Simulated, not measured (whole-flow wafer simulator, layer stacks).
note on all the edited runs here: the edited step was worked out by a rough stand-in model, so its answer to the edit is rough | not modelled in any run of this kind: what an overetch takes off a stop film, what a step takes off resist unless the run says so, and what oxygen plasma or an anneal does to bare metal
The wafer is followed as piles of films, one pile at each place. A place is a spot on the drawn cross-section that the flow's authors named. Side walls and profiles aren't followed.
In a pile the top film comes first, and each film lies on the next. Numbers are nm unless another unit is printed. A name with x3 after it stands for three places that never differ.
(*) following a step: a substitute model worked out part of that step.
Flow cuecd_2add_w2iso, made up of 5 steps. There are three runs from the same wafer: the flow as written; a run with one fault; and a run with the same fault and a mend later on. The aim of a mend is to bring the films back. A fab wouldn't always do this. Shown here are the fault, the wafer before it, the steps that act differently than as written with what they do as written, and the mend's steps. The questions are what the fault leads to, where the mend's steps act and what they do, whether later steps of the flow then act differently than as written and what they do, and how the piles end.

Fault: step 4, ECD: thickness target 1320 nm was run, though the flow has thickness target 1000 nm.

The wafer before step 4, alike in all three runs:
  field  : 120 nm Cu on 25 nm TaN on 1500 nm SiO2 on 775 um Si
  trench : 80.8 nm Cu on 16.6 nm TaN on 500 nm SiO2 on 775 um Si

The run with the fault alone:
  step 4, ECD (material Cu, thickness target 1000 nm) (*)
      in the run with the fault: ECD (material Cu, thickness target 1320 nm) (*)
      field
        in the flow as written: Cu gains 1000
        in the run with the fault: Cu gains 1320
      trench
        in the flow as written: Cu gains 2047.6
        in the run with the fault: Cu gains 2367.6
  Later steps of the flow that are run all act as written at every place that is followed.
  At field, trench, the piles at the end differ from the flow's by more than 2% or 0.5 nm, whichever is larger.
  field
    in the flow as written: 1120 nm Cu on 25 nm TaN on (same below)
    in the run with the fault: 1440 nm Cu on 25 nm TaN on (same below)
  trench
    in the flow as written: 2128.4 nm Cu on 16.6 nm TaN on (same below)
    in the run with the fault: 2448.4 nm Cu on 16.6 nm TaN on (same below)

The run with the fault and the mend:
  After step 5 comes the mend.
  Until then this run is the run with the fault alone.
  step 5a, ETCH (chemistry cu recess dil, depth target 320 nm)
      field, trench
        Cu loses 320
  Later steps of the flow that are run all act as written at every place that is followed.
  By the end, the piles equal the flow's at every place that both follow.
